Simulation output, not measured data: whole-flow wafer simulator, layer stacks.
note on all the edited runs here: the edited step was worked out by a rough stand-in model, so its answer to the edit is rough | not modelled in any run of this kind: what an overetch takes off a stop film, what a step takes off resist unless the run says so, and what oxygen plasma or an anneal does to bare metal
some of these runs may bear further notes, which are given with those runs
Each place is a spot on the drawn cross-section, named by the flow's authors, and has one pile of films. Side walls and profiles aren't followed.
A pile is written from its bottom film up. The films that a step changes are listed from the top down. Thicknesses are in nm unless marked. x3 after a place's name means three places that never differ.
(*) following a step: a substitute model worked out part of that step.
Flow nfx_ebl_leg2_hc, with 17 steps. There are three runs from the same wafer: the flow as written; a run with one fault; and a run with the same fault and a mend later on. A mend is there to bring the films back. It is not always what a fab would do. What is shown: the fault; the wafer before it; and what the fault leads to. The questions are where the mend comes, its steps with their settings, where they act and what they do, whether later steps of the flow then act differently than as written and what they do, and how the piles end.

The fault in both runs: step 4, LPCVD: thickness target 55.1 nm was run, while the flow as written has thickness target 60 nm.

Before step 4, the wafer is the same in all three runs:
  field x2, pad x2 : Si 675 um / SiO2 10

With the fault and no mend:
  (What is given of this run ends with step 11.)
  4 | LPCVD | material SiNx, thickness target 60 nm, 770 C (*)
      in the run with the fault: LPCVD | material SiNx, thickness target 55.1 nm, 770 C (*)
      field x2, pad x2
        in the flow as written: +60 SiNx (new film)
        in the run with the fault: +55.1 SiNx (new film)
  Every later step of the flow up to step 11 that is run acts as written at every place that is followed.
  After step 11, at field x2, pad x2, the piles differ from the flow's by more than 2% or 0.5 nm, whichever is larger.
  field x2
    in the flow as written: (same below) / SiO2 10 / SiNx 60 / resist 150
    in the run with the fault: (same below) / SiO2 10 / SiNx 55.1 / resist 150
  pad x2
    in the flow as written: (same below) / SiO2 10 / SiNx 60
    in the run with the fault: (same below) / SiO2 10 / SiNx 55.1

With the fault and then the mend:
  The mend stands after step 5.
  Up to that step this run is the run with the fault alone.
  5a | ETCH | chemistry h3po4, depth target 63.36 nm
      field x2, pad x2
        -55.1 SiNx (all of it)
  5b | CLEAN | chemistry SC1/SC2 (the flow's step 2 again)
      does not change any film at any place that is followed
  5c | LPCVD | material SiNx, thickness target 60 nm, 770 C (*) (the flow's step 4 again)
      field x2, pad x2
        +60 SiNx (new film)
  Every later step of the flow that is run acts as written at every place that is followed.
  By the end, the piles equal the flow's at every place that both follow.
